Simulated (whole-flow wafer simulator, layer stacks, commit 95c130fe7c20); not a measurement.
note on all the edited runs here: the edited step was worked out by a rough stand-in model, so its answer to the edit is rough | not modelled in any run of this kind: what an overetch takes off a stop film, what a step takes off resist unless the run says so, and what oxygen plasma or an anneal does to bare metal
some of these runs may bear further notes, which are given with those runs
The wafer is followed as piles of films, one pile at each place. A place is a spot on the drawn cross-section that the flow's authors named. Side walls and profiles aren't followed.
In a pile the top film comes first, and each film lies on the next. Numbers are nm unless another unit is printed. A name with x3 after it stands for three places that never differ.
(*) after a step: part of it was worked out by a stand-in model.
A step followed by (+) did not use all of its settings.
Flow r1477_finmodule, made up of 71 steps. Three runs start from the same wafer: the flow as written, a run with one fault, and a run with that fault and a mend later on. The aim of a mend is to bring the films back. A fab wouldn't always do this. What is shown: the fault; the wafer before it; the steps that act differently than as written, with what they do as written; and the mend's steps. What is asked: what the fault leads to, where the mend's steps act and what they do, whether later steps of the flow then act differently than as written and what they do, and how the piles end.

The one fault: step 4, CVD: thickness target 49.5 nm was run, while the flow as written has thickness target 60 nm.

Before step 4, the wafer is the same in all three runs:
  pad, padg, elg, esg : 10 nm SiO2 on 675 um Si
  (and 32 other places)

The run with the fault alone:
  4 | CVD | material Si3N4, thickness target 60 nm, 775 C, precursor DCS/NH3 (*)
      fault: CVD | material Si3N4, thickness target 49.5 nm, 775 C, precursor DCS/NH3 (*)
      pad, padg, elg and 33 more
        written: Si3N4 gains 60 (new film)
        fault: Si3N4 gains 49.5 (new film)
  Later steps of the flow acting differently than as written (5 more steps, not shown, differ only slightly: by at most 2% or 0.5 nm, whichever is larger):
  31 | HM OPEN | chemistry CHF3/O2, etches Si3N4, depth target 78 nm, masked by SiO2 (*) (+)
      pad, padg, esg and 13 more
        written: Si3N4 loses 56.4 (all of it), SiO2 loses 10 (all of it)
        fault: Si3N4 loses 45.9 (all of it), SiO2 loses 10 (all of it)
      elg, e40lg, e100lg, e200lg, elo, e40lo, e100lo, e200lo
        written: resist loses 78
        fault: resist loses 68.8
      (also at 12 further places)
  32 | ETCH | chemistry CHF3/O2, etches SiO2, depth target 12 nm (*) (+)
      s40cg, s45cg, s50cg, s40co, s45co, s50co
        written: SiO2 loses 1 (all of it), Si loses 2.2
        fault: SiO2 loses 0.34 (all of it), Si loses 2.33
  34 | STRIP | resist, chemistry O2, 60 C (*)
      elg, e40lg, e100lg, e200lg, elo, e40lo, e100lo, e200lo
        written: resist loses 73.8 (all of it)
        fault: resist loses 82.9 (all of it)
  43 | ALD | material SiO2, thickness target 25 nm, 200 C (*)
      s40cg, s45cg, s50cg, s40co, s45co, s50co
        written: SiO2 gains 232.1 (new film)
        fault: SiO2 gains 226.3 (new film)
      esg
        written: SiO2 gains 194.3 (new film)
        fault: SiO2 gains 183.7 (new film)
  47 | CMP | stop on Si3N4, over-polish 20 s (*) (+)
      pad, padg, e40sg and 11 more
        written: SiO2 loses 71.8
        fault: SiO2 loses 82.3
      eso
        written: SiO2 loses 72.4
        fault: SiO2 loses 82.9
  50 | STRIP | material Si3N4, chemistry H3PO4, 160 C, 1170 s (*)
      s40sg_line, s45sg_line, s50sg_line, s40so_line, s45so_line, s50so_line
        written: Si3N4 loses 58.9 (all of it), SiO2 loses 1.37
        fault: Si3N4 loses 48.4 (all of it), SiO2 loses 1.69
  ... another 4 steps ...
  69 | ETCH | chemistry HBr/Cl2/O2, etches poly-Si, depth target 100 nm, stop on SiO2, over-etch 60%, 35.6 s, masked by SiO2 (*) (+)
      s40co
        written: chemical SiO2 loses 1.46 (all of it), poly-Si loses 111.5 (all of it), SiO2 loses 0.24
        fault: chemical SiO2 loses 1.46 (all of it), poly-Si loses 124 (all of it), SiO2 loses 0.18
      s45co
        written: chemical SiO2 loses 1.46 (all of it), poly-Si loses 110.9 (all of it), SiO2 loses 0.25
        fault: chemical SiO2 loses 1.46 (all of it), poly-Si loses 124 (all of it), SiO2 loses 0.18
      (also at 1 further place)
  By the end, the piles at pad, padg, elg and 27 more depart from the flow's by more than 2% or 0.5 nm, whichever is larger.
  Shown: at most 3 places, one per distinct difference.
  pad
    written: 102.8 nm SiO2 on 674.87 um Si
    fault: 92.3 nm SiO2 on 674.87 um Si
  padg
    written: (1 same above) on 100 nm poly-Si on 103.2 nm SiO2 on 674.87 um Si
    fault: (1 same above) on 100 nm poly-Si on 92.7 nm SiO2 on 674.87 um Si
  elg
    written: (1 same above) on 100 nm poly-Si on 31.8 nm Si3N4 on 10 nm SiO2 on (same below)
    fault: (1 same above) on 100 nm poly-Si on 21.3 nm Si3N4 on 10 nm SiO2 on (same below)

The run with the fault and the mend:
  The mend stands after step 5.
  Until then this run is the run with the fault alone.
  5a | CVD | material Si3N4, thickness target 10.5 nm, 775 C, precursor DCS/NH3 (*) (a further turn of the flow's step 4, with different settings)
      pad, padg, elg and 33 more
        Si3N4 gains 10.5
  None of the later steps of the flow acts differently than as written at any place that is followed.
  By the end, the piles equal the flow's at every place that both follow.
